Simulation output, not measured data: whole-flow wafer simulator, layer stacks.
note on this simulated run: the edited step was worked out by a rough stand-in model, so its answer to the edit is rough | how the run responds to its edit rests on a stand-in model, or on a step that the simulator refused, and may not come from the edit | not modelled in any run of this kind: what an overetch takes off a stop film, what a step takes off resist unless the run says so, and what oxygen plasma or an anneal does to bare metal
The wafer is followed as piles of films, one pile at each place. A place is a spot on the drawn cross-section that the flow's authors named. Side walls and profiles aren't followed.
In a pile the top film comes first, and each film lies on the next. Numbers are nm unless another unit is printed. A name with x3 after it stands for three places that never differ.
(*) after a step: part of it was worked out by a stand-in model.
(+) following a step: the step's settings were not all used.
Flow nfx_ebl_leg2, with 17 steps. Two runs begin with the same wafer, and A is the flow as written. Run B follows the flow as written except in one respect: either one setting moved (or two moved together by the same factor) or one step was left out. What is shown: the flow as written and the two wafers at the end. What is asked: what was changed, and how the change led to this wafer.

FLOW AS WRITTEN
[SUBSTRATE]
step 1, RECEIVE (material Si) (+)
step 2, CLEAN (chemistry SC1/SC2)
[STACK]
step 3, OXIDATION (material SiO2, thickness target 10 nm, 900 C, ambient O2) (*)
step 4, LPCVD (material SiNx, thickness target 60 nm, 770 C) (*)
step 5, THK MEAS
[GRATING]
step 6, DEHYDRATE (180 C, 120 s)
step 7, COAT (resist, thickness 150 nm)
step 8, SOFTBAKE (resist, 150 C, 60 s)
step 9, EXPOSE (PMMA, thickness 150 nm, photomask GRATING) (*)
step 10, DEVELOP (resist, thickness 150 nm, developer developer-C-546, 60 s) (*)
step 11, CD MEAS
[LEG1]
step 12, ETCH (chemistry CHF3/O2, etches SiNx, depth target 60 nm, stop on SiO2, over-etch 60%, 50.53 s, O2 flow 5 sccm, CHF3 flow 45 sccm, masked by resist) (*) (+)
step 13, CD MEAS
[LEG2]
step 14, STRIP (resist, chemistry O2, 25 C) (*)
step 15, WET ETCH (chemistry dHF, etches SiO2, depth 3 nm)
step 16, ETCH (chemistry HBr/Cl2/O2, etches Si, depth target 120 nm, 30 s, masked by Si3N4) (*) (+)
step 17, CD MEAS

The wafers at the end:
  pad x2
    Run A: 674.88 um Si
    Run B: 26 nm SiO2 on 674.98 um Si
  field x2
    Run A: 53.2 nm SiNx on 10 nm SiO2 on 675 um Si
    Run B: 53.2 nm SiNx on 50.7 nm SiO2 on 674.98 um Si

The reason: step 3, OXIDATION: 1080 C was run, while the flow as written has 900 C.

Step by step, how the change led to this:
  step 3, OXIDATION (material SiO2, thickness target 10 nm, 900 C, ambient O2) (*)
      field x2, pad x2: A +10 SiO2 (new film), -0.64 chemical SiO2 (all of it), -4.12 Si | B +50.7 SiO2 (new film), -0.64 chemical SiO2 (all of it), -22 Si
  step 12, ETCH (chemistry CHF3/O2, etches SiNx, depth target 60 nm, stop on SiO2, over-etch 60%, 50.53 s, O2 flow 5 sccm, CHF3 flow 45 sccm, masked by resist) (*) (+)
      pad x2: A -60 SiNx (all of it), -10 SiO2 (all of it) | B -60 SiNx (all of it), -18 SiO2
  step 14, STRIP (resist, chemistry O2, 25 C) (*)
      pad x2: A +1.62 chemical SiO2 (new film), -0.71 Si | B nothing
  step 15, WET ETCH (chemistry dHF, etches SiO2, depth 3 nm)
      pad x2: A -1.62 chemical SiO2 (all of it) | B -3 SiO2
  step 16, ETCH (chemistry HBr/Cl2/O2, etches Si, depth target 120 nm, 30 s, masked by Si3N4) (*) (+)
      pad x2: A -120 Si | B -3.75 SiO2
